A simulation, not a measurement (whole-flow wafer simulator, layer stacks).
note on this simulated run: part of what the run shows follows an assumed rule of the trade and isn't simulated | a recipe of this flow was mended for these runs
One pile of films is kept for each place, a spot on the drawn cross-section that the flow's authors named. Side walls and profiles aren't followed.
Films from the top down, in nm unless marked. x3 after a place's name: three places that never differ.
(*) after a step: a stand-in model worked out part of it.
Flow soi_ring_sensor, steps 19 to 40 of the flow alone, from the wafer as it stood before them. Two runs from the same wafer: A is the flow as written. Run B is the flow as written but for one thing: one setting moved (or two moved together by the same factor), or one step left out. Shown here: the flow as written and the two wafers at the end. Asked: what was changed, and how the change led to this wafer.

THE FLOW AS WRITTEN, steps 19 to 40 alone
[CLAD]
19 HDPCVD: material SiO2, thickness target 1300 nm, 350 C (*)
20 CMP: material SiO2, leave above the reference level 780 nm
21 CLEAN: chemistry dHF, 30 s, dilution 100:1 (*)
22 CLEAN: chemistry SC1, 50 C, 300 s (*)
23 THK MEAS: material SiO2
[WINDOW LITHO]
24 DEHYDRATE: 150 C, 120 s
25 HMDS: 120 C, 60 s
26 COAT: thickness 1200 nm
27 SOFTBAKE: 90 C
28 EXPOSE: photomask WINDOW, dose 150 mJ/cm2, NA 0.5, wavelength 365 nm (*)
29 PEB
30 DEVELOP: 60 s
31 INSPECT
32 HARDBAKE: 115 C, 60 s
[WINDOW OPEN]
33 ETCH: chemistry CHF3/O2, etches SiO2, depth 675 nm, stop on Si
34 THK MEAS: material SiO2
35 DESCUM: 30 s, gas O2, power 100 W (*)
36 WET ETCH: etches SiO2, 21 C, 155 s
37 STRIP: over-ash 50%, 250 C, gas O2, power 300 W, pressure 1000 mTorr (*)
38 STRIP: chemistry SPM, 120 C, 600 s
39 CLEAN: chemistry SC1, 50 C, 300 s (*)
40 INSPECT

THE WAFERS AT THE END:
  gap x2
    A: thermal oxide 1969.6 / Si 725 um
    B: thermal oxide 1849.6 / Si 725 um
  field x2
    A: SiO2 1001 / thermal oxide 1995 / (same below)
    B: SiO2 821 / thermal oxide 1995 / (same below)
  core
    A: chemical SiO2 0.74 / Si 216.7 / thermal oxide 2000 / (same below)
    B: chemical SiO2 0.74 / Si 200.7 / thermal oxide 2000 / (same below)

The cause: step 20, CMP: leave above the reference level 600 nm was run, where the flow has leave above the reference level 780 nm.

How the change led to this, step by step:
  20 CMP: material SiO2, leave above the reference level 780 nm
      gap x2, field x2: A SiO2 -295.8 | B SiO2 -475.8
      core, core_clad: A SiO2 -520 | B SiO2 -700
  33 ETCH: chemistry CHF3/O2, etches SiO2, depth 675 nm, stop on Si
      core: A SiO2 -675 | B SiO2 -597.4 (all of it), chemical SiO2 -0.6 (all of it), Si -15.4
  36 WET ETCH: etches SiO2, 21 C, 155 s
      core: A SiO2 -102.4 (all of it), chemical SiO2 -0.6 (all of it), Si -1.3 | B Si -1.82
      gap x2: A SiO2 -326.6 (all of it), thermal oxide -25 | B SiO2 -146.6 (all of it), thermal oxide -145
